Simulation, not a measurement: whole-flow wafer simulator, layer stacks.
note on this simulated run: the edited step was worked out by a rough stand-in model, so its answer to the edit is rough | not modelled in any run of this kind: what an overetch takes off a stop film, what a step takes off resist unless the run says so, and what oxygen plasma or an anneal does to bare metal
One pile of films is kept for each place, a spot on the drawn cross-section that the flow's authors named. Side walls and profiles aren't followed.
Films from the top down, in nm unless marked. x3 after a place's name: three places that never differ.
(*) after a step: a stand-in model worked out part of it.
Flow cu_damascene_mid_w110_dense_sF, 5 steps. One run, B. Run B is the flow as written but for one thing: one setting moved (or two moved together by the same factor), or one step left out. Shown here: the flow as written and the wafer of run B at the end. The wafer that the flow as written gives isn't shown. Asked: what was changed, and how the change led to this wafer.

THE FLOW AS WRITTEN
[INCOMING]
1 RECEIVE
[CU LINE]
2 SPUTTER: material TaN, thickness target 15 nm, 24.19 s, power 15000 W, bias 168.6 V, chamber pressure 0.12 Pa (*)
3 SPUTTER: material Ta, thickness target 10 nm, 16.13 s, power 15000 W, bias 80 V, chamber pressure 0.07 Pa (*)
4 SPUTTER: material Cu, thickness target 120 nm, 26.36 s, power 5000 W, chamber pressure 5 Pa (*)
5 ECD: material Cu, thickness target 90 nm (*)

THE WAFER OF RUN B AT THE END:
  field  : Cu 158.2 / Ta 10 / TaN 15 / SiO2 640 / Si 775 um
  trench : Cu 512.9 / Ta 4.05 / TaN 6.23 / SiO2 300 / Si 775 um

The cause: step 5, ECD: thickness target 38.2 nm was run, where the flow has thickness target 90 nm.

How the change led to this, step by step:
  5 ECD: material Cu, thickness target 90 nm (*)
      field: Cu +38.2 (as written it would be: Cu +90)
      trench: Cu +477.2 (as written it would be: Cu +529)
